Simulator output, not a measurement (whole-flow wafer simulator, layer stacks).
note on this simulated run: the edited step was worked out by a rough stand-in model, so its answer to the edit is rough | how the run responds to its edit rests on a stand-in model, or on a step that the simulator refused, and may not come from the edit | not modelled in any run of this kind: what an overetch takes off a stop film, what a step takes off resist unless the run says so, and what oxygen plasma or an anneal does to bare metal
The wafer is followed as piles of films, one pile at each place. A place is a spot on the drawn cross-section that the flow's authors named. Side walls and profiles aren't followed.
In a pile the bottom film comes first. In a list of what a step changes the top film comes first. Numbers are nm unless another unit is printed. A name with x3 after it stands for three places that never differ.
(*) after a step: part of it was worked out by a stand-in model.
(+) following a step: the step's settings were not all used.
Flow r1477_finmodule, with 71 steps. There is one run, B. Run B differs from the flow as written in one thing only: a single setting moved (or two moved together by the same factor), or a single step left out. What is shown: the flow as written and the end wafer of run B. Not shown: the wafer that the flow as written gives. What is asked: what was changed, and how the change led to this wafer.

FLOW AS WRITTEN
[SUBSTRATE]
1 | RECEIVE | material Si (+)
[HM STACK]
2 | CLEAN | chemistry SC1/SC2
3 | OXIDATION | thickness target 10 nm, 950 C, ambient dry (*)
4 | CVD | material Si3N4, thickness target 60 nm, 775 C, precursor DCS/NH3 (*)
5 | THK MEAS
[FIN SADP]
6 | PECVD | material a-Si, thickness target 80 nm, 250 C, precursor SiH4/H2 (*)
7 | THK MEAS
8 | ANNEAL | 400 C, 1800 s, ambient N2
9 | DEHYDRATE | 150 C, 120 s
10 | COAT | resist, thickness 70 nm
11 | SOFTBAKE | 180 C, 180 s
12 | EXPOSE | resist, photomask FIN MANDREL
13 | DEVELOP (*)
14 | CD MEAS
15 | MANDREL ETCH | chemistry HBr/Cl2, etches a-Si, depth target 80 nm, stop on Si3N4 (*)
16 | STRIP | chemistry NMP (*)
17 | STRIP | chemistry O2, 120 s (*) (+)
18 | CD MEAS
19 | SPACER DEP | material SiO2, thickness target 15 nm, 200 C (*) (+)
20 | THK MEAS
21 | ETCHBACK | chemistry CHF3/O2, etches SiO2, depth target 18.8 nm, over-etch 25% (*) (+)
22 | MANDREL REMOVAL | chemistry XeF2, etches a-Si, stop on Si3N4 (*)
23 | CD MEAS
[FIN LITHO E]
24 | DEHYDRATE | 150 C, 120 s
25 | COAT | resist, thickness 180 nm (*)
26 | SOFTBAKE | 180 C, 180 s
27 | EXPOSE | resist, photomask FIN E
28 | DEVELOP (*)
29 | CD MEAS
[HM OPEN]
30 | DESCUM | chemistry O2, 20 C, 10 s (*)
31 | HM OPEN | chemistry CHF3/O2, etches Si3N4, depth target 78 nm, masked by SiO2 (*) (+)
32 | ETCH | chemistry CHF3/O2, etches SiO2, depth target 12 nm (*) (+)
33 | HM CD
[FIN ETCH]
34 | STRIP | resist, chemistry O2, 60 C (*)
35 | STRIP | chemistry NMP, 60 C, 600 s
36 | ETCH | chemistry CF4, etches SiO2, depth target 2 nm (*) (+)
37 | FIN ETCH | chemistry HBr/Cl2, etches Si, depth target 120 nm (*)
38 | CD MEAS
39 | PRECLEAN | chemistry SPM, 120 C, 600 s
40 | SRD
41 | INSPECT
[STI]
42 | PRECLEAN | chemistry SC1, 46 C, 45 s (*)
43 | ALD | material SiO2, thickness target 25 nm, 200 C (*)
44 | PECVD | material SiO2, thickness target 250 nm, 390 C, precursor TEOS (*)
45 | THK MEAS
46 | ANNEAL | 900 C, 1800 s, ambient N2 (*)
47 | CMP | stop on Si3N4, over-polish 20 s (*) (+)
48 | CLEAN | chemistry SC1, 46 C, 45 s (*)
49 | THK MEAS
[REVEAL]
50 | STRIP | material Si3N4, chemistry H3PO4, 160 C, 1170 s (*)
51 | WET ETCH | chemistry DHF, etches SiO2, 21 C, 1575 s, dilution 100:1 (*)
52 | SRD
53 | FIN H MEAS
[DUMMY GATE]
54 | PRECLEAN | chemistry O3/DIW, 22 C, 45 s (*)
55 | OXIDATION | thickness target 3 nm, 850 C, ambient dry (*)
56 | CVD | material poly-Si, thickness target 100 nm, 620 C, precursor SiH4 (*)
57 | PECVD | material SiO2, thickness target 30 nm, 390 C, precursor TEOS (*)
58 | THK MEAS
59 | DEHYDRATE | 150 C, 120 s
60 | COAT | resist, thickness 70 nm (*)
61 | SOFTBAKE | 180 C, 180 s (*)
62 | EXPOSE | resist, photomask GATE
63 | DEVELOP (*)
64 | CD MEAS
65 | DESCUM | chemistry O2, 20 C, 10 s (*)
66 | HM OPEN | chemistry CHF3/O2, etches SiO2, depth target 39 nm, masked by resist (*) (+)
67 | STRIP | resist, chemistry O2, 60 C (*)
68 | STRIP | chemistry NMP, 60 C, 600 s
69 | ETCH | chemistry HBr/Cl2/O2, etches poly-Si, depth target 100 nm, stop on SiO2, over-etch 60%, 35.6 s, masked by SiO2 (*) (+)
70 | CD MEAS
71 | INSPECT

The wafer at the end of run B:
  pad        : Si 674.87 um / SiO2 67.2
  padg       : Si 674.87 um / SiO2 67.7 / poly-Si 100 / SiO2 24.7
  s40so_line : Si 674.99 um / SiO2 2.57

The reason: step 44, PECVD: thickness target 137.5 nm was run, whereas the flow has thickness target 250 nm.

The path from the change to this, step by step:
  44 | PECVD | material SiO2, thickness target 250 nm, 390 C, precursor TEOS (*)
      pad, padg, elg and 33 more: SiO2 gains 137.5 (it would be, as written: SiO2 gains 250)
  46 | ANNEAL | 900 C, 1800 s, ambient N2 (*)
      pad, padg, elg and 33 more: SiO2 loses 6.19 (it would be, as written: SiO2 loses 11.2)
  47 | CMP | stop on Si3N4, over-polish 20 s (*) (+)
      pad, padg, e40sg and 11 more: nothing (it would be, as written: SiO2 loses 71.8)
      eso: nothing (it would be, as written: SiO2 loses 72.4)
      (also at 21 further places)
  60 | COAT | resist, thickness 70 nm (*)
      e40lg, e100lg, e200lg, elo, e40lo, e100lo, e200lo: resist gains 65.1 (new film) (it would be, as written: resist gains 66.9 (new film))
      e40sg, e40so: resist gains 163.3 (new film) (it would be, as written: resist gains 129.5 (new film))
      (also at 17 further places)
  63 | DEVELOP (*)
      elo, e40lo, e100lo, e200lo: resist loses 65.1 (all of it) (it would be, as written: resist loses 66.9 (all of it))
      eso: resist loses 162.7 (all of it) (it would be, as written: resist loses 129.5 (all of it))
      (also at 9 further places)
  67 | STRIP | resist, chemistry O2, 60 C (*)
      e40lg, e100lg, e200lg: resist loses 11 (all of it) (it would be, as written: resist loses 12.8 (all of it))
      e40sg: resist loses 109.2 (all of it) (it would be, as written: resist loses 75.4 (all of it))
      (also at 11 further places)
